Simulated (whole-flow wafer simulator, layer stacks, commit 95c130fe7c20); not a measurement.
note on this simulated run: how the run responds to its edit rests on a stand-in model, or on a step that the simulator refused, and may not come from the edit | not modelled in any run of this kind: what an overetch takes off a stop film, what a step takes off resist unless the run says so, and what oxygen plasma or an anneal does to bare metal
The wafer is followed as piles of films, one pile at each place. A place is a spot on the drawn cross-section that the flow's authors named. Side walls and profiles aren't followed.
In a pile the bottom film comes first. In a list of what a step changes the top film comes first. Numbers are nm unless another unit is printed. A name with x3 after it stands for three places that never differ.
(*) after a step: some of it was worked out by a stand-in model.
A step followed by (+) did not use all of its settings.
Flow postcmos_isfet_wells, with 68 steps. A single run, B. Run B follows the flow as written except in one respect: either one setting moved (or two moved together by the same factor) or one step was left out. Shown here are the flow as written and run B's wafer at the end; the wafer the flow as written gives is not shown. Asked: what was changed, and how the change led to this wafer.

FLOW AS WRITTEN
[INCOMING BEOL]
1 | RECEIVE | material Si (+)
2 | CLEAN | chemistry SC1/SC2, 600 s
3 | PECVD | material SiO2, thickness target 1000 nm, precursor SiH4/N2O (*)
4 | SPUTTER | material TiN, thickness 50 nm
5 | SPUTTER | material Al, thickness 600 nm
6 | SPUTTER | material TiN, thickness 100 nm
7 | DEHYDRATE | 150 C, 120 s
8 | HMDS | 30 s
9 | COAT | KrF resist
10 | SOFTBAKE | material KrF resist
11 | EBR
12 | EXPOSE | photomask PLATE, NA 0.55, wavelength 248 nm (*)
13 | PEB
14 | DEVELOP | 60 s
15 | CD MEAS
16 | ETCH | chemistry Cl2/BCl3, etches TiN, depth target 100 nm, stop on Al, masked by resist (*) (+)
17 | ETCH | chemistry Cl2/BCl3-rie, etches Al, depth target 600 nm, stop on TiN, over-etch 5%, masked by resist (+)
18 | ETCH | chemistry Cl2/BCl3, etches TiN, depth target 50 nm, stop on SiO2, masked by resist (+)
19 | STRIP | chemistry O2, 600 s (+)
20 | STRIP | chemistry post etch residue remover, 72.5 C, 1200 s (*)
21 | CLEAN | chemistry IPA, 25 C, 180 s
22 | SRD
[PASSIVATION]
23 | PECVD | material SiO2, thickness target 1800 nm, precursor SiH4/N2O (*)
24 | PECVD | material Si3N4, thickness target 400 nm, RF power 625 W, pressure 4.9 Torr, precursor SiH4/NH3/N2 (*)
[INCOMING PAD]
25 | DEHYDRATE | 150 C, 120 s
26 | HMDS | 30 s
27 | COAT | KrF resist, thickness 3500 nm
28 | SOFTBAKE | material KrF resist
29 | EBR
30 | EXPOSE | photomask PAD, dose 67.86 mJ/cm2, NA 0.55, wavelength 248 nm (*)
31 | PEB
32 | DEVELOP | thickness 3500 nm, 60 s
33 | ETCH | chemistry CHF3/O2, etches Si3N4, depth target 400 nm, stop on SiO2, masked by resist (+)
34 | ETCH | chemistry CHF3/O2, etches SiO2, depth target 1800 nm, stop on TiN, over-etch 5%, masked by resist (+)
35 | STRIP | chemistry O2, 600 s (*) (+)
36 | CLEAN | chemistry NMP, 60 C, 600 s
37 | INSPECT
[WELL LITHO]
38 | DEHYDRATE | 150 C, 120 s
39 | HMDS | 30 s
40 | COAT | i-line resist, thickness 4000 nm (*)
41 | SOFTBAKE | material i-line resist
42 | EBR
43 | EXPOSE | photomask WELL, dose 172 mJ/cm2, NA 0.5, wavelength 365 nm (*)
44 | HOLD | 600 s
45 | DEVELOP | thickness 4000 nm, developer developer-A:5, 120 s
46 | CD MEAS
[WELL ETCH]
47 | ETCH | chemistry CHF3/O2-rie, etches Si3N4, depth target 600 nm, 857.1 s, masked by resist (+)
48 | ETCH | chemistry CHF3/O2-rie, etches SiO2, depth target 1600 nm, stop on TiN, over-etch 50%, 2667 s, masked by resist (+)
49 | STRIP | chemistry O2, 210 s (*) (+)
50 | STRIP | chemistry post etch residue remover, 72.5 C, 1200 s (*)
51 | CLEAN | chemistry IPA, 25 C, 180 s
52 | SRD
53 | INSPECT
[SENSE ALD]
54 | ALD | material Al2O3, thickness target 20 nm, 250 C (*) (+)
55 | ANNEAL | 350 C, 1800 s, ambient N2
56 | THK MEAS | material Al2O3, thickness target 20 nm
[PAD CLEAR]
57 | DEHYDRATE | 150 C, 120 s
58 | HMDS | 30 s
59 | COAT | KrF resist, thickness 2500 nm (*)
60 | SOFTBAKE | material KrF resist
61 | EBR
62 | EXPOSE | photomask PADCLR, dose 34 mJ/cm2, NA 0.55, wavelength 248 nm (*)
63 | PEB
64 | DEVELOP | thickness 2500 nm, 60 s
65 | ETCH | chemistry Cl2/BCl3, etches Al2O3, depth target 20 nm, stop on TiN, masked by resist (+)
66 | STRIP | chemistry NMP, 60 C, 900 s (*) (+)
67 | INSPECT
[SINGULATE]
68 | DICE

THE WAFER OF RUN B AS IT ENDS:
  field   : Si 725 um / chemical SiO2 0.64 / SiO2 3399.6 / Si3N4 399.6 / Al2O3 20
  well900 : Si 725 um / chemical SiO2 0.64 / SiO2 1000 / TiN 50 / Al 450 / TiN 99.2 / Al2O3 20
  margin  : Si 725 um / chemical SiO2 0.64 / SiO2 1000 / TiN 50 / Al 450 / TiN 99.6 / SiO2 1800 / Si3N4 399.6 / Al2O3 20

Cause: step 5, SPUTTER: thickness 450 nm was run, whereas the flow has thickness 600 nm.
One can read it off the wafer: well900 has Al 450, and step 5 as written asks for 600 nm.

The path from the change to this, step by step:
  5 | SPUTTER | material Al, thickness 600 nm
      field, margin, well900, well1300 x3, pad_rim, pad_clr, pad_open: Al gains 450 (new film) (as written it would have been: Al gains 600 (new film))
  17 | ETCH | chemistry Cl2/BCl3-rie, etches Al, depth target 600 nm, stop on TiN, over-etch 5%, masked by resist (+)
      margin, well900, well1300 x3, pad_rim, pad_clr, pad_open: KrF resist loses 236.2 (as written it would have been: KrF resist loses 300)
      field: Al loses 450 (all of it) (as written it would have been: Al loses 600 (all of it))
  19 | STRIP | chemistry O2, 600 s (+)
      margin, well900, well1300 x3, pad_rim, pad_clr, pad_open: KrF resist loses 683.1 (all of it) (as written it would have been: KrF resist loses 619.4 (all of it))
  23 | PECVD | material SiO2, thickness target 1800 nm, precursor SiH4/N2O (*)
      field: SiO2 gains 2399.6 (as written it would have been: SiO2 gains 1800 (new film), void gains 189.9 (new film), SiO2 gains 559.7)
